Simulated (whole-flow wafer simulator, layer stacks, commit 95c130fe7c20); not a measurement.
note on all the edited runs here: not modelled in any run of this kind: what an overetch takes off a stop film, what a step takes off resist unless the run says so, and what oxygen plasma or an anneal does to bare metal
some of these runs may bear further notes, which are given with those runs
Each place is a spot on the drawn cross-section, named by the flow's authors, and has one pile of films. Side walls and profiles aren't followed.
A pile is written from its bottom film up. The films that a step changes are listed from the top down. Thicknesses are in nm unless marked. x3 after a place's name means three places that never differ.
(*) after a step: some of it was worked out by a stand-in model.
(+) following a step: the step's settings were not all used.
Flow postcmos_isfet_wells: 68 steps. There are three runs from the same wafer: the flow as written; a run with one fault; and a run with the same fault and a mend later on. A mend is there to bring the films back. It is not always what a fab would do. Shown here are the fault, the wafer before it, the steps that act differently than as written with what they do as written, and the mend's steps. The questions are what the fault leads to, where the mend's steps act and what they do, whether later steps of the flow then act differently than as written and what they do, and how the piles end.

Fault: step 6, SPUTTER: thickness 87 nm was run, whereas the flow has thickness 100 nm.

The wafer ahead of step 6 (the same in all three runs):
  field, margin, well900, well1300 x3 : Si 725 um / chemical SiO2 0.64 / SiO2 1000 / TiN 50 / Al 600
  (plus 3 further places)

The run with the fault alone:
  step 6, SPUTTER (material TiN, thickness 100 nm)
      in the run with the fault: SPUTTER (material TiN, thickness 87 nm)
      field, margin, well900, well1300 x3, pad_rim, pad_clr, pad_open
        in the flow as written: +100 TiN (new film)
        in the run with the fault: +87 TiN (new film)
  Later steps of the flow acting differently than as written:
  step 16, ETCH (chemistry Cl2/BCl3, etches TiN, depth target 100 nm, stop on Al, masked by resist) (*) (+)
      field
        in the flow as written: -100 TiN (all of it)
        in the run with the fault: -87 TiN (all of it)
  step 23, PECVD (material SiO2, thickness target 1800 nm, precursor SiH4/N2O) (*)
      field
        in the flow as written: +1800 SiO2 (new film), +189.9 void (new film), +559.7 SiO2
        in the run with the fault: +1800 SiO2 (new film), +180.1 void (new film), +556.5 SiO2
  At field, margin, well900, well1300 x3, pad_rim, pad_clr, pad_open, the piles at the end differ from the flow's by more than 2% or 0.5 nm, whichever is larger.
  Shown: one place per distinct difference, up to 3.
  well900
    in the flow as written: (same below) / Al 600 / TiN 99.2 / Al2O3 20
    in the run with the fault: (same below) / Al 600 / TiN 86.2 / Al2O3 20
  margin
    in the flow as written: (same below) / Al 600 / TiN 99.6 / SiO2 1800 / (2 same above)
    in the run with the fault: (same below) / Al 600 / TiN 86.6 / SiO2 1800 / (2 same above)
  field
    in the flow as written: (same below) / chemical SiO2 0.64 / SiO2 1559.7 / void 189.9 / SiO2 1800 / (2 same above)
    in the run with the fault: (same below) / chemical SiO2 0.64 / SiO2 1556.5 / void 180.1 / SiO2 1800 / (2 same above)

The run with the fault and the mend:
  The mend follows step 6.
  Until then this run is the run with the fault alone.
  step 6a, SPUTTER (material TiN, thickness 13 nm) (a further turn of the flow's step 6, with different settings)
      field, margin, well900, well1300 x3, pad_rim, pad_clr, pad_open
        +13 TiN
  Every later step of the flow that is run acts as written at every place that is followed.
  The piles end the same as the flow's at every place that both follow.
